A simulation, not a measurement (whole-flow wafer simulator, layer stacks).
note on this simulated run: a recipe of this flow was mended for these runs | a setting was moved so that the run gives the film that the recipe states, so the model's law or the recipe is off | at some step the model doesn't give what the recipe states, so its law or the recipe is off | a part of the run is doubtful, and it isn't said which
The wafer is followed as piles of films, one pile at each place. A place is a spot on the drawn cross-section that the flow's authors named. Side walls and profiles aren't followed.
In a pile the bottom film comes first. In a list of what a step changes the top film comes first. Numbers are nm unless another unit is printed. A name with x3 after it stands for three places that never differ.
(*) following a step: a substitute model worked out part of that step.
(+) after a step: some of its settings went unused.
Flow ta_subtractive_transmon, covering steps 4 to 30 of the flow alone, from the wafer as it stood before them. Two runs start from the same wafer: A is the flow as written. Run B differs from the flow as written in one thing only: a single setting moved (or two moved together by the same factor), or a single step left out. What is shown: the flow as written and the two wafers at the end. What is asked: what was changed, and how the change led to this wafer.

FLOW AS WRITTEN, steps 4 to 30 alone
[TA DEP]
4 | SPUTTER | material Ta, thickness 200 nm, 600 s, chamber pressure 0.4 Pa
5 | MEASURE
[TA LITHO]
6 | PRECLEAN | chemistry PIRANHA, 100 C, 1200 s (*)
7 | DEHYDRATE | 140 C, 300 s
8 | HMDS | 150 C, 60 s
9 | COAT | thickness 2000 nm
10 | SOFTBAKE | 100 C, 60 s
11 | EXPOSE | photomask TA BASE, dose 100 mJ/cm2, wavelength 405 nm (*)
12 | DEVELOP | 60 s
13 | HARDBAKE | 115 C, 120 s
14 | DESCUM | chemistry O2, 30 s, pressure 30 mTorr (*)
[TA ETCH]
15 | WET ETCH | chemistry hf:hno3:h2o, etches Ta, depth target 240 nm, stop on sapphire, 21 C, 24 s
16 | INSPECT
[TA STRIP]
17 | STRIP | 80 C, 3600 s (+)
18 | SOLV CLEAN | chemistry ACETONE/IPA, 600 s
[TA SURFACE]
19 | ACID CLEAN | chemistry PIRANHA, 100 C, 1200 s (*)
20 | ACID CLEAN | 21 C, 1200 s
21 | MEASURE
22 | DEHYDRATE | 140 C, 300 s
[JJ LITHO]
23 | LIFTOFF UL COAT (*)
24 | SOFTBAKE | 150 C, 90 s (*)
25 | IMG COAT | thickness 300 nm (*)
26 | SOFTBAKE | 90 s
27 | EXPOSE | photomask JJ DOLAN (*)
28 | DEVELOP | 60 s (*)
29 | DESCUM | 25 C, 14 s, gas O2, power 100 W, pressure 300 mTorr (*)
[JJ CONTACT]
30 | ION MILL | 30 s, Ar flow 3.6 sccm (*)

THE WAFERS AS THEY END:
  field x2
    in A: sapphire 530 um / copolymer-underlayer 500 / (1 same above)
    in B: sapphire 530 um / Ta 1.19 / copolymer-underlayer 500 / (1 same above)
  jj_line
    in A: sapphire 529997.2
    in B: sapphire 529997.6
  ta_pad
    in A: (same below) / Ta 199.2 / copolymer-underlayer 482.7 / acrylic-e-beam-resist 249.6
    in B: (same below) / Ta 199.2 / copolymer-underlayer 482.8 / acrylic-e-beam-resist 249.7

Cause: step 15, WET ETCH: depth target 198 nm was run, while the flow as written has depth target 240 nm; step 15, WET ETCH: 19.8 s was run, where the flow has 24 s.

The path from the change to this, step by step:
  15 | WET ETCH | chemistry hf:hno3:h2o, etches Ta, depth target 240 nm, stop on sapphire, 21 C, 24 s
      field x2, jj_line, lead: A Ta loses 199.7 (all of it) | B Ta loses 198
  30 | ION MILL | 30 s, Ar flow 3.6 sccm (*)
      jj_line, lead: A sapphire loses 2.8 | B Ta loses 1.19 (all of it), sapphire loses 2.44
With metal films that touch counted as one body, field x2 has 1 body; the flow as written gives 0 bodies.
